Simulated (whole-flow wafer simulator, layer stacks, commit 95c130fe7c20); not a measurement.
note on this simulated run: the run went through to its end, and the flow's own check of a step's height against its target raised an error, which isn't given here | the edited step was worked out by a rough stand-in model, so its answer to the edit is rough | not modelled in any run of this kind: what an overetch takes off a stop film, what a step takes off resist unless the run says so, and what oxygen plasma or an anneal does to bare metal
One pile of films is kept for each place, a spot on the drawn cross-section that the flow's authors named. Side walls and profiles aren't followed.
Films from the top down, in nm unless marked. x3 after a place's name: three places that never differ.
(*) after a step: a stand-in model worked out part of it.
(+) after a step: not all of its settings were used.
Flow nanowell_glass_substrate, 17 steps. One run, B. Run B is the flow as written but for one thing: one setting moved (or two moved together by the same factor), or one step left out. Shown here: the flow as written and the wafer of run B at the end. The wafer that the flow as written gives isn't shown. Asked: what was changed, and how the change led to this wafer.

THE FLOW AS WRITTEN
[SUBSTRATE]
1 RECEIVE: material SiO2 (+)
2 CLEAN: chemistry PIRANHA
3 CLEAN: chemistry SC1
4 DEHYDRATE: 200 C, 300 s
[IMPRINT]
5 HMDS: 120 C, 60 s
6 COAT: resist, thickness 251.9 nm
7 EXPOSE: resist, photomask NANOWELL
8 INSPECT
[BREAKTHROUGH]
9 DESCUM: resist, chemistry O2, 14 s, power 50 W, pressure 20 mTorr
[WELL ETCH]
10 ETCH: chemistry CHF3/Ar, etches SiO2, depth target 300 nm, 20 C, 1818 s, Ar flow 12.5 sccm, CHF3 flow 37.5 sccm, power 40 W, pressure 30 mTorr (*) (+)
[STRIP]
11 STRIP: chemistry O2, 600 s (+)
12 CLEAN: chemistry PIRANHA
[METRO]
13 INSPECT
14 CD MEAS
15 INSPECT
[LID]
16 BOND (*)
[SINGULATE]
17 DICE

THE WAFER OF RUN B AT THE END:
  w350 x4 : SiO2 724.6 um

The cause: step 10, ETCH: depth target 405 nm was run, where the flow has depth target 300 nm.

How the change led to this, step by step:
  10 ETCH: chemistry CHF3/Ar, etches SiO2, depth target 300 nm, 20 C, 1818 s, Ar flow 12.5 sccm, CHF3 flow 37.5 sccm, power 40 W, pressure 30 mTorr (*) (+)
      w350 x4: SiO2 -405 (as written it would be: SiO2 -300)
      land: resist -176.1 (as written it would be: resist -130.4)
  11 STRIP: chemistry O2, 600 s (+)
      land: resist -80.3 (all of it) (as written it would be: resist -125.9 (all of it))
